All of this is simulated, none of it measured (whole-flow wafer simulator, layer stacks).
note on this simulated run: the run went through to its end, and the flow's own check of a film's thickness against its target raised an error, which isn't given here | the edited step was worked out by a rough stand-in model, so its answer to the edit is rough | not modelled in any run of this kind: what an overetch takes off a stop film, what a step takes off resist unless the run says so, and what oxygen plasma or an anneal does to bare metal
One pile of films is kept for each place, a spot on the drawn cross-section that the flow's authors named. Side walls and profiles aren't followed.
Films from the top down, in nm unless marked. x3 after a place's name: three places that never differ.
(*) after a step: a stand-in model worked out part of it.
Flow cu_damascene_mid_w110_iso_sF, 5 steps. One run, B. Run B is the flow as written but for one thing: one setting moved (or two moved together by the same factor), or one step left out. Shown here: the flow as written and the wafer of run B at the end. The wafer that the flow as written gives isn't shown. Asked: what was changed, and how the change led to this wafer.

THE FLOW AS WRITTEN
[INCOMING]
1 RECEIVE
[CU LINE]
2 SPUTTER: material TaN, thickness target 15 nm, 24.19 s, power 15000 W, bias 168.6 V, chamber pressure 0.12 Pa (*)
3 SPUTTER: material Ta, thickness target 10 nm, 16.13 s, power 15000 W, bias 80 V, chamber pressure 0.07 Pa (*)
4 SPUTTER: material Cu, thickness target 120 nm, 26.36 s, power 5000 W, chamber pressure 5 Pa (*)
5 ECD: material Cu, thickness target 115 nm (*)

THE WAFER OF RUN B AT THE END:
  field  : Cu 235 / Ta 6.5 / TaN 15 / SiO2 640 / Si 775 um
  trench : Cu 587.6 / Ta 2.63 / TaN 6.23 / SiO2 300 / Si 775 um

The cause: step 3, SPUTTER: thickness target 6.5 nm was run, where the flow has thickness target 10 nm; step 3, SPUTTER: 10.48 s was run, where the flow has 16.13 s.
It can be read off the wafer: field has Ta 6.5, and step 3 as written asks for 10 nm.

How the change led to this, step by step:
  3 SPUTTER: material Ta, thickness target 10 nm, 16.13 s, power 15000 W, bias 80 V, chamber pressure 0.07 Pa (*)
      field: Ta +6.5 (new film) (as written it would be: Ta +10 (new film))
      trench: Ta +2.63 (new film) (as written it would be: Ta +4.05 (new film))
